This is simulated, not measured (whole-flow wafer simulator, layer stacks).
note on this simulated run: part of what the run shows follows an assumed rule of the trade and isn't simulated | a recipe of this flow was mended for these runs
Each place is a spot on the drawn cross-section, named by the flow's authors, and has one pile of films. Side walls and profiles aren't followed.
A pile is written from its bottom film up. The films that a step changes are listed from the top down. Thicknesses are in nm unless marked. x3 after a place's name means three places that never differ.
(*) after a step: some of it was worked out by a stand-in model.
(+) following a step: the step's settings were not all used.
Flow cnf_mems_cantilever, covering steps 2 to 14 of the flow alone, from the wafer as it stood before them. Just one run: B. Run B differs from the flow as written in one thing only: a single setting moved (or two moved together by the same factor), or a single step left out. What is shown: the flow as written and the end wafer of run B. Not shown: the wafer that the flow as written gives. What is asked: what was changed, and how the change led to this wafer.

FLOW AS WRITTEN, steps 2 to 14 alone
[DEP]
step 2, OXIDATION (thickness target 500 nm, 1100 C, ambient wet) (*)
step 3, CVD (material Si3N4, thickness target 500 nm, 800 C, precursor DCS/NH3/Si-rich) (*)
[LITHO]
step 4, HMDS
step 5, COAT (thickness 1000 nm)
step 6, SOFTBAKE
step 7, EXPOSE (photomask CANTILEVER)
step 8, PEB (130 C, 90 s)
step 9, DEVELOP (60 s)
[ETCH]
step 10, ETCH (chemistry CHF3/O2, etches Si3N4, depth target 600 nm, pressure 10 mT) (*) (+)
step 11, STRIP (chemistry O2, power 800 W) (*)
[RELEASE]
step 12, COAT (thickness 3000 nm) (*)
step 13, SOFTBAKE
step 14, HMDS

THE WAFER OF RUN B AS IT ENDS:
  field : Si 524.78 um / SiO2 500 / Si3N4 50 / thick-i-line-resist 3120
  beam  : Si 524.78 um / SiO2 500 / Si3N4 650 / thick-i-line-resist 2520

The reason: step 3, CVD: thickness target 650 nm was run, though the flow has thickness target 500 nm.
The wafer itself shows it: beam has Si3N4 650, and step 3 as written asks for 500 nm.

Step by step, how the change led to this:
  step 3, CVD (material Si3N4, thickness target 500 nm, 800 C, precursor DCS/NH3/Si-rich) (*)
      field, beam: Si3N4 gains 650 (new film) (as written it would have been: Si3N4 gains 500 (new film))
  step 10, ETCH (chemistry CHF3/O2, etches Si3N4, depth target 600 nm, pressure 10 mT) (*) (+)
      field: Si3N4 loses 600 (as written it would have been: Si3N4 loses 500 (all of it), SiO2 loses 50)
  step 13, SOFTBAKE
      field: thick-i-line-resist gains 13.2 (as written it would have been: thick-i-line-resist gains 11.9)
      beam: thick-i-line-resist loses 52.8 (as written it would have been: thick-i-line-resist loses 47.6)
